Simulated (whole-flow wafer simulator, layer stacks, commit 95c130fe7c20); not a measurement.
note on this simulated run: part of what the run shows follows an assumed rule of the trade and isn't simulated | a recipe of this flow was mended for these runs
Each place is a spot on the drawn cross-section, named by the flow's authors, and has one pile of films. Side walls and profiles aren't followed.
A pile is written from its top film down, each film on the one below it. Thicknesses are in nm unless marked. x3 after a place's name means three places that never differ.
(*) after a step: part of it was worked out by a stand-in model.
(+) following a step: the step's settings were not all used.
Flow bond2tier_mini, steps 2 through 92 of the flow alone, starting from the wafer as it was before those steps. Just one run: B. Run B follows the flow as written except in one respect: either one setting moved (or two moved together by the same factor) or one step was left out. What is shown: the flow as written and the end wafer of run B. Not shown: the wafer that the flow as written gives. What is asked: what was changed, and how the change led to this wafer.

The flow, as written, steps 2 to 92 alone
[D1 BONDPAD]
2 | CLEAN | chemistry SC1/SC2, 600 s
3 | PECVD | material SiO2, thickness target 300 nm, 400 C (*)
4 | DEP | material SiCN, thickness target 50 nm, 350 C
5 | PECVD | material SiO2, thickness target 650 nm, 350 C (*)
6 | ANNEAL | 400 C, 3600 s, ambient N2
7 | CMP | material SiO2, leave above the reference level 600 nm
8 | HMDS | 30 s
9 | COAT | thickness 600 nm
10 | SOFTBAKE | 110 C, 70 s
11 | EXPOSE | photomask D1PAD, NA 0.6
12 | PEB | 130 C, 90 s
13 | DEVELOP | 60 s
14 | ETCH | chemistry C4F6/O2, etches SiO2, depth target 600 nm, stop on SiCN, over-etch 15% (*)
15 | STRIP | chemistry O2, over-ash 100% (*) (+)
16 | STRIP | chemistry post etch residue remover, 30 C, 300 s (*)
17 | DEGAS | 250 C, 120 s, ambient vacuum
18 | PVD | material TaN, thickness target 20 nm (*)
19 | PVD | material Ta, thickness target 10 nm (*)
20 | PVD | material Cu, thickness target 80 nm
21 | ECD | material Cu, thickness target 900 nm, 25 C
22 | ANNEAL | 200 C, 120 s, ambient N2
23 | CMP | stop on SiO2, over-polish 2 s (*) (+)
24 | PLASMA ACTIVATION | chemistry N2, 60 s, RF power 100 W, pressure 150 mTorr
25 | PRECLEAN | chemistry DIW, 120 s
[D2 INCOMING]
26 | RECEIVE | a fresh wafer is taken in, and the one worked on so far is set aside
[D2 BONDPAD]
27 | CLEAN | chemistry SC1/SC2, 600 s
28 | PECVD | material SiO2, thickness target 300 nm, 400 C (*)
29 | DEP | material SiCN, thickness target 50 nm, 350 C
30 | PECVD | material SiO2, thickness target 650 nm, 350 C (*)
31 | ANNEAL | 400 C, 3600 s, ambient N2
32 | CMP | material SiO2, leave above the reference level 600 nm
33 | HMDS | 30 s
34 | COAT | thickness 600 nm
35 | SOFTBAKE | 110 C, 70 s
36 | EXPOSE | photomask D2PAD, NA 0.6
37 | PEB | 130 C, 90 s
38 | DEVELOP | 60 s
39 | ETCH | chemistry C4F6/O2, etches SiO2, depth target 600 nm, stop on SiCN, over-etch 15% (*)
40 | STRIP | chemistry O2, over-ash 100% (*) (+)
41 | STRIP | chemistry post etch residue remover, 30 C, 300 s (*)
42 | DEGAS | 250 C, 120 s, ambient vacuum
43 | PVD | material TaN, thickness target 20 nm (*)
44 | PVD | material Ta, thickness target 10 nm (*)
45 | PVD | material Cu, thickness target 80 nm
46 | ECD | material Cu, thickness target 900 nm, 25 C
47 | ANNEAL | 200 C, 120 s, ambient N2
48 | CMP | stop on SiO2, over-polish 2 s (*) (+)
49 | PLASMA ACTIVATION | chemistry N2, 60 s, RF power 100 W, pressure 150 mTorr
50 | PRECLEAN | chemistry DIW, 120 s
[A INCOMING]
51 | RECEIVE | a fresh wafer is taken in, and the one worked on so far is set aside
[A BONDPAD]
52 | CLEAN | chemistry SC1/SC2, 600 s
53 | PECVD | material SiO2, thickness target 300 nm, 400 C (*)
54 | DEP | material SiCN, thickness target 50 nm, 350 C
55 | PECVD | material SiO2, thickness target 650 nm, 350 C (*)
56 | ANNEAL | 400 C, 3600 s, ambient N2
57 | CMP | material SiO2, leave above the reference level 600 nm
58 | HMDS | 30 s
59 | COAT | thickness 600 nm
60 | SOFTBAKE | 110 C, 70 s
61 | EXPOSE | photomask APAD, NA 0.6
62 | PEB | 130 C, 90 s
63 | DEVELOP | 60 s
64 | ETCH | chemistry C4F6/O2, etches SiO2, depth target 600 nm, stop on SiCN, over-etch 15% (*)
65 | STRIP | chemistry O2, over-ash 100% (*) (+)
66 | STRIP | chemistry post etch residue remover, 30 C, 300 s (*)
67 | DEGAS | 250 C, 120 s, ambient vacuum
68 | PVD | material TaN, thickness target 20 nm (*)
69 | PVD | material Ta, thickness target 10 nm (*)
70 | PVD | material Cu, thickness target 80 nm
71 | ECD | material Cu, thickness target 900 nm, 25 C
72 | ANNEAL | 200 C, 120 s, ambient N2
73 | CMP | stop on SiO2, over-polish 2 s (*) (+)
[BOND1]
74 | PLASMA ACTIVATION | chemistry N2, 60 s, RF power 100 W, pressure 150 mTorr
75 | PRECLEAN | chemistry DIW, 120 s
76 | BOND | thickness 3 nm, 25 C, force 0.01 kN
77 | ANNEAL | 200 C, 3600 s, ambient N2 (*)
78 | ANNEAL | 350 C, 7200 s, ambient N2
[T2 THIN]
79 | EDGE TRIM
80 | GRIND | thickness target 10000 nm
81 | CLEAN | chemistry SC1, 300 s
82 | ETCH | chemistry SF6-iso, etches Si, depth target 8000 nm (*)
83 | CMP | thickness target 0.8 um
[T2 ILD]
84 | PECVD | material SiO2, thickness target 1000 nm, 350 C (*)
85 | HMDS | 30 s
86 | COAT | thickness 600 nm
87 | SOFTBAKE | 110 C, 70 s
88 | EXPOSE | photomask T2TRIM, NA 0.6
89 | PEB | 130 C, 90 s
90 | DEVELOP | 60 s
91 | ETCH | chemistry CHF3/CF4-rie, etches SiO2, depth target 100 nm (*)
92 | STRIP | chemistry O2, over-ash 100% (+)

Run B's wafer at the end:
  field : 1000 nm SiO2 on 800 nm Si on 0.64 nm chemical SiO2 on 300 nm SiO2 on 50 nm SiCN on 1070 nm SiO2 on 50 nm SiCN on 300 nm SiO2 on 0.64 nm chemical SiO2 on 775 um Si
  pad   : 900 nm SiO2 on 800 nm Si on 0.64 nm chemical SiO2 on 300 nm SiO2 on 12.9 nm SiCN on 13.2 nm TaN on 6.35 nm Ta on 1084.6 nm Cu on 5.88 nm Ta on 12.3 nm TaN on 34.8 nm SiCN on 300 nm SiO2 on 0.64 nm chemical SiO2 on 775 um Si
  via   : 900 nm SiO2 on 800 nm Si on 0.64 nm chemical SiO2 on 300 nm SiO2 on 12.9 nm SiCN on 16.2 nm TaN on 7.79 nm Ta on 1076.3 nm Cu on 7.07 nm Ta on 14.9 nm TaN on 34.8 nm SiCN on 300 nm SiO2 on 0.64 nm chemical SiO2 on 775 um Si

Cause: step 7, CMP: leave above the reference level 470 nm was run, while the flow as written has leave above the reference level 600 nm; step 9, COAT: thickness 470 nm was run, where the flow has thickness 600 nm.

Step by step, how the change led to this:
  7 | CMP | material SiO2, leave above the reference level 600 nm
      field, pad, via: SiO2 loses 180 (as written it would have been: SiO2 loses 50)
  9 | COAT | thickness 600 nm
      field, pad, via: thick-KrF-resist gains 470 (new film) (as written it would have been: thick-KrF-resist gains 600 (new film))
  12 | PEB | 130 C, 90 s
      field, pad, via: thick-KrF-resist loses 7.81 (as written it would have been: thick-KrF-resist loses 10.3)
  13 | DEVELOP | 60 s
      pad, via: thick-KrF-resist loses 462.2 (all of it) (as written it would have been: thick-KrF-resist loses 589.7 (all of it))
  14 | ETCH | chemistry C4F6/O2, etches SiO2, depth target 600 nm, stop on SiCN, over-etch 15% (*)
      pad, via: SiO2 loses 470 (all of it), SiCN loses 37.1 (as written it would have been: SiO2 loses 600 (all of it), SiCN loses 15.2)
      field: thick-KrF-resist loses 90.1 (as written it would have been: thick-KrF-resist loses 115)
  15 | STRIP | chemistry O2, over-ash 100% (*) (+)
      field: thick-KrF-resist loses 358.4 (all of it) (as written it would have been: thick-KrF-resist loses 460.9 (all of it))
  18 | PVD | material TaN, thickness target 20 nm (*)
      pad: TaN gains 13.2 (new film) (as written it would have been: TaN gains 12.3 (new film))
      via: TaN gains 16.2 (new film) (as written it would have been: TaN gains 14.9 (new film))
  19 | PVD | material Ta, thickness target 10 nm (*)
      via: Ta gains 7.79 (new film) (as written it would have been: Ta gains 7.07 (new film))
  20 | PVD | material Cu, thickness target 80 nm
      pad: Cu gains 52 (new film) (as written it would have been: Cu gains 48.4 (new film))
      via: Cu gains 64.4 (new film) (as written it would have been: Cu gains 59 (new film))
  21 | ECD | material Cu, thickness target 900 nm, 25 C
      pad: Cu gains 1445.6 (as written it would have been: Cu gains 1558.7)
      via: Cu gains 1428.7 (as written it would have been: Cu gains 1544.3)
  76 | BOND | thickness 3 nm, 25 C, force 0.01 kN
      field: Si gains 775 um (new film), chemical SiO2 gains 0.64 (new film), SiO2 gains 300 (new film), SiCN gains 50 (new film), SiO2 gains 470 (as written it would have been: Si gains 775 um (new film), chemical SiO2 gains 0.64 (new film), SiO2 gains 300 (new film), SiCN gains 50 (new film), SiO2 gains 600)
      pad: Si gains 775 um (new film), chemical SiO2 gains 0.64 (new film), SiO2 gains 300 (new film), SiCN gains 12.9 (new film), TaN gains 13.2 (new film), Ta gains 6.35 (new film), Cu gains 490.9 (as written it would have been: Si gains 775 um (new film), chemical SiO2 gains 0.64 (new film), SiO2 gains 300 (new film), SiCN gains 34.8 (new film), TaN gains 12.3 (new film), Ta gains 5.88 (new film), Cu gains 600.4)
      (and at 1 other place as well)
